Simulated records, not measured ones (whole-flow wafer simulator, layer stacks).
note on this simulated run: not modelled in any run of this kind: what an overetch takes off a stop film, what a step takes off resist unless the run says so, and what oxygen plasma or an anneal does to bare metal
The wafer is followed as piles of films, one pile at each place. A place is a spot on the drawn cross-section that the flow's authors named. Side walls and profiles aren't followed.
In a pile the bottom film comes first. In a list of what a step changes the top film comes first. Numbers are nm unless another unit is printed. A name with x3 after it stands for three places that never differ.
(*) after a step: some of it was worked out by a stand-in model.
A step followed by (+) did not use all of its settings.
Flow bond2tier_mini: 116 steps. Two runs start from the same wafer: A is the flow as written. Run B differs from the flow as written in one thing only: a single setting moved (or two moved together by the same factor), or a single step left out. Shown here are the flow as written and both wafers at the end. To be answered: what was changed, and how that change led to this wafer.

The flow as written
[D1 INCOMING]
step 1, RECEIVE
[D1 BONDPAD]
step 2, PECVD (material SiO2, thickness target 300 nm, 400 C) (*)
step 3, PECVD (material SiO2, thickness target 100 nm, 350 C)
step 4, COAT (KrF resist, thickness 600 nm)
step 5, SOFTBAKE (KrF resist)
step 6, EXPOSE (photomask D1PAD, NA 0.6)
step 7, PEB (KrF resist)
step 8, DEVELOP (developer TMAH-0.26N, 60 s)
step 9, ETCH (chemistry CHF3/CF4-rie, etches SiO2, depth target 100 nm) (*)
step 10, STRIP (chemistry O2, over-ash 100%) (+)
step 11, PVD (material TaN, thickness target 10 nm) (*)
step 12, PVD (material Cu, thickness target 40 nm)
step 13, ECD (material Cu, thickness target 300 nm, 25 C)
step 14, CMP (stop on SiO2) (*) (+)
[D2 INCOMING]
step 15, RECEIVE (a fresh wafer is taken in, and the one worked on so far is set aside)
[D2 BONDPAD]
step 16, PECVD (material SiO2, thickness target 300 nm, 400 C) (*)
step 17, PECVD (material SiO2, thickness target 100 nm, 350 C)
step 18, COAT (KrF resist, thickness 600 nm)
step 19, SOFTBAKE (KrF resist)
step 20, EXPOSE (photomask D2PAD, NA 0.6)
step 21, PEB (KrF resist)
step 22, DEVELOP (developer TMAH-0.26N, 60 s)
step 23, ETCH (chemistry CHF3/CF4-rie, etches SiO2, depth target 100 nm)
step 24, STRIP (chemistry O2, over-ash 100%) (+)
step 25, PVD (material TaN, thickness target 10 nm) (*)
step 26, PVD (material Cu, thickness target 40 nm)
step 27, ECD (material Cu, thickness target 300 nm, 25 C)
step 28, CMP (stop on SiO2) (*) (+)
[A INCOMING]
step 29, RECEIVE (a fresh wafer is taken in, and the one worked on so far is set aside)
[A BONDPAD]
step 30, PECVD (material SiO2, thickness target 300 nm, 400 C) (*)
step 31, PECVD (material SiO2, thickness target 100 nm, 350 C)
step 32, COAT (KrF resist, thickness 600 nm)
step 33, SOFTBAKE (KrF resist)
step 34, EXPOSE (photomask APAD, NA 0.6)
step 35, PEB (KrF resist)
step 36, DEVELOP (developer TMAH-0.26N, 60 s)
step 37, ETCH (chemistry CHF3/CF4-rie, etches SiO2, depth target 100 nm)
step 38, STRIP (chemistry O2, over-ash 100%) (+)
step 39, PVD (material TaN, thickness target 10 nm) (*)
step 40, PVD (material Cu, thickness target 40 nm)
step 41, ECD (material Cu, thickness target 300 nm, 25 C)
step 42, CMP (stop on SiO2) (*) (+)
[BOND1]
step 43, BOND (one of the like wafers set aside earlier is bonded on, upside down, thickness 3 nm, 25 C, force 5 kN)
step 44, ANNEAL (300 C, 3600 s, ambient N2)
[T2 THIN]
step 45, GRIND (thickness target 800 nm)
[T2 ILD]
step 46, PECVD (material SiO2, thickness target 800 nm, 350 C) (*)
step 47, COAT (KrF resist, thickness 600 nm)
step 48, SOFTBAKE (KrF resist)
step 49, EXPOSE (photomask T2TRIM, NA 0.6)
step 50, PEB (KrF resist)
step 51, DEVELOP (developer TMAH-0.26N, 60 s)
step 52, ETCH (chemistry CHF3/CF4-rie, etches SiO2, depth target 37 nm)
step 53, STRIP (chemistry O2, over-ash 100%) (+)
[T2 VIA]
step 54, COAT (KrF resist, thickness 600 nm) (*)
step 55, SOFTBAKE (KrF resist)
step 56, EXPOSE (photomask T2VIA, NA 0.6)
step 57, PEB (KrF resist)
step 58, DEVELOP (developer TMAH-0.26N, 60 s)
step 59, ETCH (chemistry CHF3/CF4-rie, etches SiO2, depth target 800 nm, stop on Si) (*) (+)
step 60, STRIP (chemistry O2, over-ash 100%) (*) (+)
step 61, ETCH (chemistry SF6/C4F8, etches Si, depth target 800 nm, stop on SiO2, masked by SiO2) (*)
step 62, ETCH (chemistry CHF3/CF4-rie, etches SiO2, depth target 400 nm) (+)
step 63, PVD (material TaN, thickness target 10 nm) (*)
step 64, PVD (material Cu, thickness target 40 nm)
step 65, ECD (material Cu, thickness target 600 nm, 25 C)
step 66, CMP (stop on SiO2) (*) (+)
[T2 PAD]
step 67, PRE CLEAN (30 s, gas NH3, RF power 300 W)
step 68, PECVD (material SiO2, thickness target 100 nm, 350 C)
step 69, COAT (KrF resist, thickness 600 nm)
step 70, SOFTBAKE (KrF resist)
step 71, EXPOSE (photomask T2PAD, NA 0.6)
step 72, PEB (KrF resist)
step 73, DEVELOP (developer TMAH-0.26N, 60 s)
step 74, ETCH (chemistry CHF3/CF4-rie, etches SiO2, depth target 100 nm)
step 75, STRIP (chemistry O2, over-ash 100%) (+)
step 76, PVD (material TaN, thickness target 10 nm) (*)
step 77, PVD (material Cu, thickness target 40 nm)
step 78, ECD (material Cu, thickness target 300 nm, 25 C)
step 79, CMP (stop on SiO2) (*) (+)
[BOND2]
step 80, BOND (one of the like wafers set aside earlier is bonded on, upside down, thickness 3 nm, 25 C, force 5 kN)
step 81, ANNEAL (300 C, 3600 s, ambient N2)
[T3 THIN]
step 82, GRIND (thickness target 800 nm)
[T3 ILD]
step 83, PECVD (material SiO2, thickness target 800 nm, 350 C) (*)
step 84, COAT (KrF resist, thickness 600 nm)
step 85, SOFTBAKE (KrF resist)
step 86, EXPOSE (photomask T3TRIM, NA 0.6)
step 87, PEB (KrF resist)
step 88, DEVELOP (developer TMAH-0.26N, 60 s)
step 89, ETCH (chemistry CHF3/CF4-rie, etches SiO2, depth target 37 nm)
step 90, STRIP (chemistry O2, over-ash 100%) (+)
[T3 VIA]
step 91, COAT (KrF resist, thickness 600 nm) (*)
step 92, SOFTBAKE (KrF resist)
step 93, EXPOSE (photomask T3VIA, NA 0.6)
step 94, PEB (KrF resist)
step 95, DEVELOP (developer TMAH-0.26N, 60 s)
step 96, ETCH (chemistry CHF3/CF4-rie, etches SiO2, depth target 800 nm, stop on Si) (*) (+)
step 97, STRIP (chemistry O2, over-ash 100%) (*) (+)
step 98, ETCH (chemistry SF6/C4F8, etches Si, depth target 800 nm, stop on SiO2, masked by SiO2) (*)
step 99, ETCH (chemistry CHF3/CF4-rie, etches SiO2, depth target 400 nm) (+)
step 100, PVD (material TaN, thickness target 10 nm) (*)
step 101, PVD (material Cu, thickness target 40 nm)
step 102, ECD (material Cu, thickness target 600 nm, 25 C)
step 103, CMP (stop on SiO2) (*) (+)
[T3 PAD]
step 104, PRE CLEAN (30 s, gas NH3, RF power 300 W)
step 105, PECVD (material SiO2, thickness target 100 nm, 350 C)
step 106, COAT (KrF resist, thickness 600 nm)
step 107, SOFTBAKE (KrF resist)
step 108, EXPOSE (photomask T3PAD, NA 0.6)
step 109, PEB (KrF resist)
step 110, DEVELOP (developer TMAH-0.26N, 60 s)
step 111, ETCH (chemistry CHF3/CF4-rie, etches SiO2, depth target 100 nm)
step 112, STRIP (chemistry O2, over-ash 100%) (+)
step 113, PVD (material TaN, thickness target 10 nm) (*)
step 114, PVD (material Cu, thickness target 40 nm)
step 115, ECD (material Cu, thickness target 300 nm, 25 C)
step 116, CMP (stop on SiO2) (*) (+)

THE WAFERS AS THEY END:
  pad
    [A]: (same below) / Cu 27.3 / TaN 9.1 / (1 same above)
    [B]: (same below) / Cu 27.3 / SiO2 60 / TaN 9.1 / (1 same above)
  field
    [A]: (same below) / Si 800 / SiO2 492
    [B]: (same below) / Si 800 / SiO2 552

Cause: step 105, PECVD: thickness target 160 nm was run, though the flow has thickness target 100 nm.

How this came from the change, step by step:
  step 105, PECVD (material SiO2, thickness target 100 nm, 350 C)
      field: A +100 SiO2 | B +160 SiO2
      pad: A +100 SiO2 (new film) | B +160 SiO2 (new film)
  step 111, ETCH (chemistry CHF3/CF4-rie, etches SiO2, depth target 100 nm)
      pad: A -100 SiO2 (all of it) | B -100 SiO2
Taking metal films that touch as one body, pad has 4 bodies (between them, from the top down: SiO2 60; SiO2 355 / Si 800 / chemical SiO2 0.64 / SiO2 300; SiO2 355 / Si 800 / chemical SiO2 0.64 / SiO2 300); the flow as written gives 3 bodies (between them, from the top down: SiO2 355 / Si 800 / chemical SiO2 0.64 / SiO2 300; SiO2 355 / Si 800 / chemical SiO2 0.64 / SiO2 300).
